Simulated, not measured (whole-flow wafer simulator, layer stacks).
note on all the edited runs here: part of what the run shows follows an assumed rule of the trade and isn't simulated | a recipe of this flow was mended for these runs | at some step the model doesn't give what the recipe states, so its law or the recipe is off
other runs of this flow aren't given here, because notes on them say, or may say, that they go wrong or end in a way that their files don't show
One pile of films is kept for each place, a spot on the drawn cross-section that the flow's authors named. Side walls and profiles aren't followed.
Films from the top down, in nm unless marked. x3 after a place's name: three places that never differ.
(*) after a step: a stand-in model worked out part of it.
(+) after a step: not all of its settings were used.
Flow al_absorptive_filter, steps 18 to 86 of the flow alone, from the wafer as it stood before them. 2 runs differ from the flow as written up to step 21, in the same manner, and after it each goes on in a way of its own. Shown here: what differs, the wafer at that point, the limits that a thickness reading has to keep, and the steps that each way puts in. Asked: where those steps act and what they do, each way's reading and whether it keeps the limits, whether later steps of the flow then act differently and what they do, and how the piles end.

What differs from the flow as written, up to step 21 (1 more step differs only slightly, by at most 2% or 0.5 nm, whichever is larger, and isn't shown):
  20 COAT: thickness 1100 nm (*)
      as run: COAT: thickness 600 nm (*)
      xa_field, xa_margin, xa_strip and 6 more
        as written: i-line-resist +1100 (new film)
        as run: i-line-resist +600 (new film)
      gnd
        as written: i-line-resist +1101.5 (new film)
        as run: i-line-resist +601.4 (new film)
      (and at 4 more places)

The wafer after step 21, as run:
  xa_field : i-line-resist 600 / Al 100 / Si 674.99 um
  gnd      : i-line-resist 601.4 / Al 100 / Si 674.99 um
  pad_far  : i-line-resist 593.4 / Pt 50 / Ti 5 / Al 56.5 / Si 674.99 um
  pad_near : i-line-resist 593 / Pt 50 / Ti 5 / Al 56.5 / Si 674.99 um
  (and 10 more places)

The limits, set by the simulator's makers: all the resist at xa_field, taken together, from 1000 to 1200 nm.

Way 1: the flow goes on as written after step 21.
  The reading after step 21: 600 nm, outside the limits.
  Later steps of the flow that act differently than as written:
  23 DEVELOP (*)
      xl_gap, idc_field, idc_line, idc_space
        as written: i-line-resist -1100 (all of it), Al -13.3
        this way: i-line-resist -600 (all of it), Al -13.3
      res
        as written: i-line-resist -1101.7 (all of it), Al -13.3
        this way: i-line-resist -601.5 (all of it), Al -13.3
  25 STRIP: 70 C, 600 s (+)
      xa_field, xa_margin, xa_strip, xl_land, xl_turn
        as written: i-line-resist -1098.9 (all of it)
        this way: i-line-resist -598.9 (all of it)
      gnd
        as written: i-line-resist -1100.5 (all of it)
        this way: i-line-resist -600.4 (all of it)
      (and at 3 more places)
  At the end the piles are the same as the flow's at every place that both follow.

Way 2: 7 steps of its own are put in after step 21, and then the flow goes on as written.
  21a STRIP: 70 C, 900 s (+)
      xa_field, xa_margin, xa_strip and 6 more
        i-line-resist -600 (all of it)
      gnd
        i-line-resist -601.4 (all of it)
      pad_far
        i-line-resist -593.4 (all of it)
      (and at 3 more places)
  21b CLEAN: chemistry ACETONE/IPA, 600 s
      changes no film at any place that is followed
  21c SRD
      changes no film at any place that is followed
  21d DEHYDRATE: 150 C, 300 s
      changes no film at any place that is followed
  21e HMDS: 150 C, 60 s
      changes no film at any place that is followed
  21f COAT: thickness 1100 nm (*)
      xa_field, xa_margin, xa_strip and 6 more
        i-line-resist +1100 (new film)
      gnd
        i-line-resist +1101.5 (new film)
      pad_far
        i-line-resist +1092.6 (new film)
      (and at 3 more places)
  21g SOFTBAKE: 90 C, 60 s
      pad_far
        i-line-resist -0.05
      pad_near
        i-line-resist -0.06
      res
        i-line-resist +0.08
  The reading after step 21g: 1100 nm, within the limits.
  No later step of the flow acts differently than as written at any place that is followed.
  At the end the piles are the same as the flow's at every place that both follow.

Within the limits: way 2. Outside them: way 1.
